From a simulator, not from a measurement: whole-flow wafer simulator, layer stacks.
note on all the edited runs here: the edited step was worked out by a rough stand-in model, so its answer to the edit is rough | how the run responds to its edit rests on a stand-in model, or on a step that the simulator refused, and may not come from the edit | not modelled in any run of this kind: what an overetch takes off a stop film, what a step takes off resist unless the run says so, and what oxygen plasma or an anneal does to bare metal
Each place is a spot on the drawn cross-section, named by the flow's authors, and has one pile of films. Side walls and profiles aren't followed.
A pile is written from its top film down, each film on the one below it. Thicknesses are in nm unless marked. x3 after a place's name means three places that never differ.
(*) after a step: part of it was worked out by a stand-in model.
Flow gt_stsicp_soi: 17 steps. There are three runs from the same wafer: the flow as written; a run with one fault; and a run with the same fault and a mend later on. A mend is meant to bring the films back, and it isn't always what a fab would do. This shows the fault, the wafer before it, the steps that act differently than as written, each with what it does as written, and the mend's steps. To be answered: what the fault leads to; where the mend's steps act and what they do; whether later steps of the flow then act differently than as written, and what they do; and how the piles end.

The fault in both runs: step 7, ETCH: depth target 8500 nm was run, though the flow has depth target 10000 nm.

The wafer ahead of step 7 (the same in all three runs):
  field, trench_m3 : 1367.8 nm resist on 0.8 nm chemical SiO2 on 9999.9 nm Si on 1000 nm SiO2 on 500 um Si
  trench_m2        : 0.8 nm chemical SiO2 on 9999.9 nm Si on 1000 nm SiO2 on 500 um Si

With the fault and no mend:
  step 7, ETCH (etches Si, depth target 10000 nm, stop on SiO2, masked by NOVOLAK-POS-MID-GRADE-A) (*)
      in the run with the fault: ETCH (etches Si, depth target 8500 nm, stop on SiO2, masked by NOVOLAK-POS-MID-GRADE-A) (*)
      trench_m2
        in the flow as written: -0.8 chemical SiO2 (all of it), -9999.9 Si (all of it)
        in the run with the fault: -0.8 chemical SiO2 (all of it), -8500 Si
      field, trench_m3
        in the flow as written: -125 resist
        in the run with the fault: -106.2 resist
  Steps further on in the flow that do not act as written (not shown: 2 more steps that differ only slightly, by at most 2% or 0.5 nm, whichever is larger):
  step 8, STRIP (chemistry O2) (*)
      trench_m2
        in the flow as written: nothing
        in the run with the fault: +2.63 chemical SiO2 (new film), -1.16 Si
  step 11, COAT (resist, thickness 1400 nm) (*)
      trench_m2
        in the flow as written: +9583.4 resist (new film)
        in the run with the fault: +8396.8 resist (new film)
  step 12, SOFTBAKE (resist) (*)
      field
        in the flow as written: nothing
        in the run with the fault: +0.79 resist
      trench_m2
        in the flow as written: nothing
        in the run with the fault: +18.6 resist
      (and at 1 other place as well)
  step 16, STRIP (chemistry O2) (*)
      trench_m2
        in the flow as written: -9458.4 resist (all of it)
        in the run with the fault: -8290.4 resist (all of it), +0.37 chemical SiO2, -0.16 Si
  By the end, the piles at trench_m2 depart from the flow's by more than 2% or 0.5 nm, whichever is larger.
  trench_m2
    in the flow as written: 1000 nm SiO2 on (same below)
    in the run with the fault: 3 nm chemical SiO2 on 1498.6 nm Si on 1000 nm SiO2 on (same below)

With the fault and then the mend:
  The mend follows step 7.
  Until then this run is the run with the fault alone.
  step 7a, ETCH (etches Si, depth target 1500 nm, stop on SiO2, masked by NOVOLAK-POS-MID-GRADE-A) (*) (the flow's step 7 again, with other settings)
      field, trench_m3
        -18.8 resist
      trench_m2
        -1499.9 Si (all of it)
  Every later step of the flow that is run acts as written at every place that is followed.
  By the end, the piles equal the flow's at every place that both follow.
